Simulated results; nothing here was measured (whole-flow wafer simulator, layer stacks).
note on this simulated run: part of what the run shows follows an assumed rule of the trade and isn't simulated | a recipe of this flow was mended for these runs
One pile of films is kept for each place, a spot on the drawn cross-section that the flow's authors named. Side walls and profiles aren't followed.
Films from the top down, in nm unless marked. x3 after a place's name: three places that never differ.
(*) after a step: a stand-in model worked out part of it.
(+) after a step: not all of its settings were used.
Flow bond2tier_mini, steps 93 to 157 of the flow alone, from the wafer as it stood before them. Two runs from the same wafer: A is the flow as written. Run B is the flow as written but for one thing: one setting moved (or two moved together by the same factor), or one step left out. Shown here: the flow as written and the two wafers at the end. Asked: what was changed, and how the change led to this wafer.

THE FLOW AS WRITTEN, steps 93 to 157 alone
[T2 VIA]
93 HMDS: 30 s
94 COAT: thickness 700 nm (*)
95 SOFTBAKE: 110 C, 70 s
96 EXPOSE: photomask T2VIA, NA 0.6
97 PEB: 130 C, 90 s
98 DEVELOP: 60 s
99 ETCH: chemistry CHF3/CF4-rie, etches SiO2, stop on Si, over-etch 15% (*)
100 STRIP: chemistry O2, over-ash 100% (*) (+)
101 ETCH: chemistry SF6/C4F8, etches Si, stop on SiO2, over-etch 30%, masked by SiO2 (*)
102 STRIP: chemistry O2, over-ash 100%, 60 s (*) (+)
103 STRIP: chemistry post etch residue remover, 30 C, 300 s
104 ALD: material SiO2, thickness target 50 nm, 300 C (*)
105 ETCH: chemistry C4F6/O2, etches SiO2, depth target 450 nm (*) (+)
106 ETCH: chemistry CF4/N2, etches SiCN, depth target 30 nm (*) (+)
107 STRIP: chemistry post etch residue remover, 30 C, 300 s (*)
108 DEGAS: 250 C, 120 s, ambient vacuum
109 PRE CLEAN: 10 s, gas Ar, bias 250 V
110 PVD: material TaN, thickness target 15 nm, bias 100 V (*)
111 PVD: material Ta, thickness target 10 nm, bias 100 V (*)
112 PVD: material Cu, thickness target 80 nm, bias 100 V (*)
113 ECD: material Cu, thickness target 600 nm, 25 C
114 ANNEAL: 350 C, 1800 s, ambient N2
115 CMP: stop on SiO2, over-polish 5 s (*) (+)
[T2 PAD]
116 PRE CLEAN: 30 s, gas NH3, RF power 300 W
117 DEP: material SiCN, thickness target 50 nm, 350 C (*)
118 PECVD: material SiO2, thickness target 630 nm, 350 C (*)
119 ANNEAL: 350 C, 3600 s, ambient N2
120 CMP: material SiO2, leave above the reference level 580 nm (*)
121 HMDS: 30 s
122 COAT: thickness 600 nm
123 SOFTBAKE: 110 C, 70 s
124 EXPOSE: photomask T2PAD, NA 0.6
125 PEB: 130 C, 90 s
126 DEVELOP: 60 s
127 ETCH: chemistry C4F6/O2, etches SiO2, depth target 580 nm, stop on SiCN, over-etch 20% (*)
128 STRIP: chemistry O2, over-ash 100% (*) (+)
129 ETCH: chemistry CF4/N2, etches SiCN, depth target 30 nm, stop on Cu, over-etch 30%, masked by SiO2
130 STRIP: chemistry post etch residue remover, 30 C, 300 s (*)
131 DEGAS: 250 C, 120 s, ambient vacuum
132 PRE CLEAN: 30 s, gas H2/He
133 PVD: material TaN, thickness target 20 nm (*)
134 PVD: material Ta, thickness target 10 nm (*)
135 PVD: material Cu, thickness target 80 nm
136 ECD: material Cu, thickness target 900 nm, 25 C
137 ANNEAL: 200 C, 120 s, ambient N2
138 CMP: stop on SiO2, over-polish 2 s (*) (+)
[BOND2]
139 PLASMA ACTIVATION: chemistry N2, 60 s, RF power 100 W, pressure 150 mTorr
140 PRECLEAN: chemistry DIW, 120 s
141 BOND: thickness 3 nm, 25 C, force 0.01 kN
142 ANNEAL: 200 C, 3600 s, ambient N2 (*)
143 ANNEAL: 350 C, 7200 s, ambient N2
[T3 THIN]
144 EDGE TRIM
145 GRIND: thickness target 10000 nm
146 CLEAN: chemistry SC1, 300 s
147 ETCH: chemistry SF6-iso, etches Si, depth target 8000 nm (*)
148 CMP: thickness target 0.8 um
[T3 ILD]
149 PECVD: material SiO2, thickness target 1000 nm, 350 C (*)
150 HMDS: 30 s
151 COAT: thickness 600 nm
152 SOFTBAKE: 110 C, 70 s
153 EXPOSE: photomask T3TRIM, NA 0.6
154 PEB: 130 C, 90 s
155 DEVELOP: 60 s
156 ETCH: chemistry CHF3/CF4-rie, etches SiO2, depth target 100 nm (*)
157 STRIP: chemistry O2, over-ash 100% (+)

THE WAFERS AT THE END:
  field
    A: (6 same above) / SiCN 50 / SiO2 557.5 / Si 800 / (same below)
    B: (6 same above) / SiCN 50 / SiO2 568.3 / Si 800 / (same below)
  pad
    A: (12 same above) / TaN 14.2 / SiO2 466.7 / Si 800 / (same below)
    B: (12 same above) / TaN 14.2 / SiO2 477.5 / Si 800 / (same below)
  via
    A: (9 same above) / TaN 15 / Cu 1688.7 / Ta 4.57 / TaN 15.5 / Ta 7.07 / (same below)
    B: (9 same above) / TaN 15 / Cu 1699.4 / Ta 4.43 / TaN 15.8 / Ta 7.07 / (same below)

The cause: step 104, ALD: thickness target 60.8 nm was run, where the flow has thickness target 50 nm.

How the change led to this, step by step:
  104 ALD: material SiO2, thickness target 50 nm, 300 C (*)
      field, pad, via: A SiO2 +50 | B SiO2 +60.8
  105 ETCH: chemistry C4F6/O2, etches SiO2, depth target 450 nm (*) (+)
      via: A SiO2 -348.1 (all of it), SiCN -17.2 | B SiO2 -358.9 (all of it), SiCN -15.4
  106 ETCH: chemistry CF4/N2, etches SiCN, depth target 30 nm (*) (+)
      via: A SiCN -17.6 (all of it), TaN -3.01 | B SiCN -19.5 (all of it), TaN -2.57
  112 PVD: material Cu, thickness target 80 nm, bias 100 V (*)
      via: A Cu +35 (new film) | B Cu +33.8 (new film)
